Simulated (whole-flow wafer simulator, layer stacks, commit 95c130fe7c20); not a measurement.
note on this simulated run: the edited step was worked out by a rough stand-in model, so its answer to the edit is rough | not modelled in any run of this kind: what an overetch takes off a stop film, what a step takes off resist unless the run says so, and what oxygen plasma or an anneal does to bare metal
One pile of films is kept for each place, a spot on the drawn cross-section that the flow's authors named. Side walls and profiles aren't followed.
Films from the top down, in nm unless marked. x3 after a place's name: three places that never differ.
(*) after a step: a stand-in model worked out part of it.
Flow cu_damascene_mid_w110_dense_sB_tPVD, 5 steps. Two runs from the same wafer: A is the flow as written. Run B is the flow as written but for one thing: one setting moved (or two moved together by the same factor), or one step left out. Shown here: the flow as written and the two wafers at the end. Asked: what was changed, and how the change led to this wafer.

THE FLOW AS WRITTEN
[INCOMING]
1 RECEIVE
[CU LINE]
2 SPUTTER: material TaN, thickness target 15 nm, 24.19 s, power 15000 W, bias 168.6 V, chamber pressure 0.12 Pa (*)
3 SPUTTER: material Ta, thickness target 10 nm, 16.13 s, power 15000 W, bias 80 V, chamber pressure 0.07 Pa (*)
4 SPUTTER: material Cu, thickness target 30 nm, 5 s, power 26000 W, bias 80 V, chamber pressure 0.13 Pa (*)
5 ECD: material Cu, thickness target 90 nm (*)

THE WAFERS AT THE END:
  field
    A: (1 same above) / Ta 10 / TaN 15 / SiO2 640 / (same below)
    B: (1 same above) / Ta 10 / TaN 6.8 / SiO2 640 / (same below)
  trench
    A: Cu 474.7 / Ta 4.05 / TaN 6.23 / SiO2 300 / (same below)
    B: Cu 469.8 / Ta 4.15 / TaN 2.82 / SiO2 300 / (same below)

The cause: step 2, SPUTTER: thickness target 6.8 nm was run, where the flow has thickness target 15 nm.
It can be read off the wafer: field has TaN 6.8, and step 2 as written asks for 15 nm.

How the change led to this, step by step:
  2 SPUTTER: material TaN, thickness target 15 nm, 24.19 s, power 15000 W, bias 168.6 V, chamber pressure 0.12 Pa (*)
      field: A TaN +15 (new film) | B TaN +6.8 (new film)
      trench: A TaN +6.23 (new film) | B TaN +2.82 (new film)
